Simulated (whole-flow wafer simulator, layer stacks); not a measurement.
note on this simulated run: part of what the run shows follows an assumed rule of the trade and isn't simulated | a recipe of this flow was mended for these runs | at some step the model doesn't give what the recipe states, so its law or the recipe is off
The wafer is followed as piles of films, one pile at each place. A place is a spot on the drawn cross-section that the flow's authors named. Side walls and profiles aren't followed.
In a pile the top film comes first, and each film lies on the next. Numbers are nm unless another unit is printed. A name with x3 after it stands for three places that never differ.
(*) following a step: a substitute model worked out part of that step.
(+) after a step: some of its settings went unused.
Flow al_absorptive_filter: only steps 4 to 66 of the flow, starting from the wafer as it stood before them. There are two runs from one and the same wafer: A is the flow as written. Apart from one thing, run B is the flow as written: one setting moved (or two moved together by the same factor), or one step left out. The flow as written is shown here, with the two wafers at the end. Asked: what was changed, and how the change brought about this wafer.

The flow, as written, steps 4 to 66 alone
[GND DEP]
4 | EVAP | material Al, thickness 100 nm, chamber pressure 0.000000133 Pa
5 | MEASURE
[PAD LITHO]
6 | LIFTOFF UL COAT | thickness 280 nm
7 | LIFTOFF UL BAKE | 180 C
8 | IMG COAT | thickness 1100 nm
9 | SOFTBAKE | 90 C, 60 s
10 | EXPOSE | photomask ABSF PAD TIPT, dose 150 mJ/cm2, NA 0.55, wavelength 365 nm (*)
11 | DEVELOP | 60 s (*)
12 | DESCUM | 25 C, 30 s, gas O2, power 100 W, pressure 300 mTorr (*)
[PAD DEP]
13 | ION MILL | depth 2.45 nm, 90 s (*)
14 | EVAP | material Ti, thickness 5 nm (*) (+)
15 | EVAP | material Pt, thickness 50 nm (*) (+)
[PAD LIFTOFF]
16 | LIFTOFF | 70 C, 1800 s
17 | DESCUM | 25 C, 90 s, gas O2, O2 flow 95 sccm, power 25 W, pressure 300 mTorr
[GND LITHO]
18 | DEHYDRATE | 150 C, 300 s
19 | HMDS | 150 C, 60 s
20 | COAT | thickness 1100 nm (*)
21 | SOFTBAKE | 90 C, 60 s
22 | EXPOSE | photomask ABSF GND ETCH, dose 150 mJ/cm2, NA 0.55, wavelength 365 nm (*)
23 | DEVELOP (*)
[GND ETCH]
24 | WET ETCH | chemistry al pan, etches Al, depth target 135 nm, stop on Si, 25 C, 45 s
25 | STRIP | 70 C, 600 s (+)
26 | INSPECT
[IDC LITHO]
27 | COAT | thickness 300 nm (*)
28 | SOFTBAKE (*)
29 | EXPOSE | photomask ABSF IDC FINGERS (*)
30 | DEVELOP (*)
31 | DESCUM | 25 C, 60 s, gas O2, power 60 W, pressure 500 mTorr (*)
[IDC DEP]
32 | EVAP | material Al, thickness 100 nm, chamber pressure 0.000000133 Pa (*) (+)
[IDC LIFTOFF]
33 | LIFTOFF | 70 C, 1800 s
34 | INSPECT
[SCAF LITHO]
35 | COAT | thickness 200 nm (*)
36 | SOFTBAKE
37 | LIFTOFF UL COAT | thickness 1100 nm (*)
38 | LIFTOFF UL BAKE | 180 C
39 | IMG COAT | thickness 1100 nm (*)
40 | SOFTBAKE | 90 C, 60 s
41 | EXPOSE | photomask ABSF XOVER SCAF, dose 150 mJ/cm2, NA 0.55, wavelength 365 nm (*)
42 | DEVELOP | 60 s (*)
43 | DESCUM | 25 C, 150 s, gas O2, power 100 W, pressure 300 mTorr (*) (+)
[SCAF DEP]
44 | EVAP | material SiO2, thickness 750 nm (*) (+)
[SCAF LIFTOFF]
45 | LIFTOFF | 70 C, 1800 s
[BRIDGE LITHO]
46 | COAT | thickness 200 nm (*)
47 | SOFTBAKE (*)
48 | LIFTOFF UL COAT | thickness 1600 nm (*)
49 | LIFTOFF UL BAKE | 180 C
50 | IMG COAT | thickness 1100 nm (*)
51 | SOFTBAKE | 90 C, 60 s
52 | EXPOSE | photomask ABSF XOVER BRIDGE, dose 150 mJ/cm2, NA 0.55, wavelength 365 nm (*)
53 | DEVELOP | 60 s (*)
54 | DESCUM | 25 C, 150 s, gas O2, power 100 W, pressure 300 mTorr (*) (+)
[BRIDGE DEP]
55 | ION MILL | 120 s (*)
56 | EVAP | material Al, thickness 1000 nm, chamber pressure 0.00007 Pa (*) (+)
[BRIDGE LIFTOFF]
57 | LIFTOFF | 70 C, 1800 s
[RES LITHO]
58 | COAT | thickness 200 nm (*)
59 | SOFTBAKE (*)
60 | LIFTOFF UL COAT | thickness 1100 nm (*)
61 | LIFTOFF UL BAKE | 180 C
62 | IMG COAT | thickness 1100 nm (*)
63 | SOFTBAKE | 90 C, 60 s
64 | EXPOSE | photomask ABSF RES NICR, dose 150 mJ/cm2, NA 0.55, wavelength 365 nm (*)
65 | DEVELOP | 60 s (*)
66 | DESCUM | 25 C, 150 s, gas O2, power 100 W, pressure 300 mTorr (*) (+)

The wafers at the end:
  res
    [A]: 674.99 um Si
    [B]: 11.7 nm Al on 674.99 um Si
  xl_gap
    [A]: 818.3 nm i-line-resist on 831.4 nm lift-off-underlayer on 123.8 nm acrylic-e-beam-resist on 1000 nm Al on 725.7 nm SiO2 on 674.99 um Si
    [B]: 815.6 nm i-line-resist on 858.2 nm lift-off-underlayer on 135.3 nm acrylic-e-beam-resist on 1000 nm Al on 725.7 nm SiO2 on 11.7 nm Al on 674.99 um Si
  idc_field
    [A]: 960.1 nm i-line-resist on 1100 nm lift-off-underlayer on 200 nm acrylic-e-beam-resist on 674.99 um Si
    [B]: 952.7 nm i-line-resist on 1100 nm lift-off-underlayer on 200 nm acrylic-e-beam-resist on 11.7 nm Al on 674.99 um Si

What caused this: step 4, EVAP: thickness 160 nm was run, whereas the flow has thickness 100 nm.

The path from the change to this, step by step:
  4 | EVAP | material Al, thickness 100 nm, chamber pressure 0.000000133 Pa
      gnd, pad_far, pad_near and 11 more: A +100 Al (new film) | B +160 Al (new film)
  24 | WET ETCH | chemistry al pan, etches Al, depth target 135 nm, stop on Si, 25 C, 45 s
      res, xl_gap, idc_field, idc_line, idc_space: A -86.7 Al (all of it) | B -135 Al
  27 | COAT | thickness 300 nm (*)
      ledge: A +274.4 e-beam-resist (new film) | B +260.4 e-beam-resist (new film)
      res: A +349.6 e-beam-resist (new film) | B +371.9 e-beam-resist (new film)
      (also at 2 further places)
  31 | DESCUM | 25 C, 60 s, gas O2, power 60 W, pressure 500 mTorr (*)
      idc_line: A +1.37 chemical SiO2 (new film), -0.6 Si | B nothing
  32 | EVAP | material Al, thickness 100 nm, chamber pressure 0.000000133 Pa (*) (+)
      idc_line: A +100 Al (new film) | B +100 Al
  33 | LIFTOFF | 70 C, 1800 s
      ledge: A -100 Al (all of it), -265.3 e-beam-resist (all of it) | B -100 Al (all of it), -251.3 e-beam-resist (all of it)
      res: A -100 Al (all of it), -340.6 e-beam-resist (all of it) | B -100 Al (all of it), -362.9 e-beam-resist (all of it)
      (also at 2 further places)
  35 | COAT | thickness 200 nm (*)
      ledge: A +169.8 acrylic-e-beam-resist (new film) | B +154.5 acrylic-e-beam-resist (new film)
      res: A +231.4 acrylic-e-beam-resist (new film) | B +243.8 acrylic-e-beam-resist (new film)
      (also at 2 further places)
  37 | LIFTOFF UL COAT | thickness 1100 nm (*)
      res: A +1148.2 lift-off-underlayer (new film) | B +1172.3 lift-off-underlayer (new film)
  43 | DESCUM | 25 C, 150 s, gas O2, power 100 W, pressure 300 mTorr (*) (+)
      gnd, pad_far, pad_near and 7 more: A -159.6 i-line-resist | B -177.8 i-line-resist
      xl_gap: A -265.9 acrylic-e-beam-resist (all of it) | B -296.4 acrylic-e-beam-resist (all of it)
      (also at 1 further place)
  45 | LIFTOFF | 70 C, 1800 s
      ledge: A -750 SiO2 (all of it), -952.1 i-line-resist (all of it), -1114 lift-off-underlayer (all of it), -169.8 acrylic-e-beam-resist (all of it) | B -750 SiO2 (all of it), -940.7 i-line-resist (all of it), -1118.8 lift-off-underlayer (all of it), -154.5 acrylic-e-beam-resist (all of it)
      res: A -750 SiO2 (all of it), -956.3 i-line-resist (all of it), -1148.2 lift-off-underlayer (all of it), -231.4 acrylic-e-beam-resist (all of it) | B -750 SiO2 (all of it), -946.5 i-line-resist (all of it), -1172.3 lift-off-underlayer (all of it), -243.8 acrylic-e-beam-resist (all of it)
  46 | COAT | thickness 200 nm (*)
      ledge: A +169.8 acrylic-e-beam-resist (new film) | B +154.5 acrylic-e-beam-resist (new film)
      res: A +231.4 acrylic-e-beam-resist (new film) | B +243.8 acrylic-e-beam-resist (new film)
      (also at 2 further places)
  54 | DESCUM | 25 C, 150 s, gas O2, power 100 W, pressure 300 mTorr (*) (+)
      xl_gap: A -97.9 acrylic-e-beam-resist (all of it) | B -119.6 acrylic-e-beam-resist (all of it)
      xl_turn: A -141.8 acrylic-e-beam-resist (all of it) | B -134.9 acrylic-e-beam-resist (all of it)
  57 | LIFTOFF | 70 C, 1800 s
      ledge: A -1000 Al (all of it), -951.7 i-line-resist (all of it), -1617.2 lift-off-underlayer (all of it), -169.8 acrylic-e-beam-resist (all of it) | B -1000 Al (all of it), -957.3 i-line-resist (all of it), -1624 lift-off-underlayer (all of it), -154.5 acrylic-e-beam-resist (all of it)
      res: A -1000 Al (all of it), -954.3 i-line-resist (all of it), -1653.2 lift-off-underlayer (all of it), -231.4 acrylic-e-beam-resist (all of it) | B -1000 Al (all of it), -960.8 i-line-resist (all of it), -1679.9 lift-off-underlayer (all of it), -243.8 acrylic-e-beam-resist (all of it)
  58 | COAT | thickness 200 nm (*)
      ledge: A +169.8 acrylic-e-beam-resist (new film) | B +154.5 acrylic-e-beam-resist (new film)
      res: A +231.4 acrylic-e-beam-resist (new film) | B +243.8 acrylic-e-beam-resist (new film)
      (also at 2 further places)
  60 | LIFTOFF UL COAT | thickness 1100 nm (*)
      res: A +1148.2 lift-off-underlayer (new film) | B +1172.3 lift-off-underlayer (new film)
      xl_gap: A +831.4 lift-off-underlayer (new film) | B +858.2 lift-off-underlayer (new film)
  65 | DEVELOP | 60 s (*)
      res: A -1116.9 i-line-resist (all of it), -1148.2 lift-off-underlayer (all of it) | B -1125.4 i-line-resist (all of it), -1172.3 lift-off-underlayer (all of it)
  66 | DESCUM | 25 C, 150 s, gas O2, power 100 W, pressure 300 mTorr (*) (+)
      gnd, pad_far, xa_field and 8 more: A -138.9 i-line-resist | B -146.3 i-line-resist
      ledge: A -169.8 acrylic-e-beam-resist (all of it) | B -154.5 acrylic-e-beam-resist (all of it)
      (also at 1 further place)
If metal films that touch count as one body, res has 1 body; the flow as written gives 0 bodies.
If metal films that touch count as one body, xl_gap has 2 bodies (between them, from the top down: SiO2 725.7); the flow as written gives 1 body.
If metal films that touch count as one body, idc_field has 1 body; the flow as written gives 0 bodies.
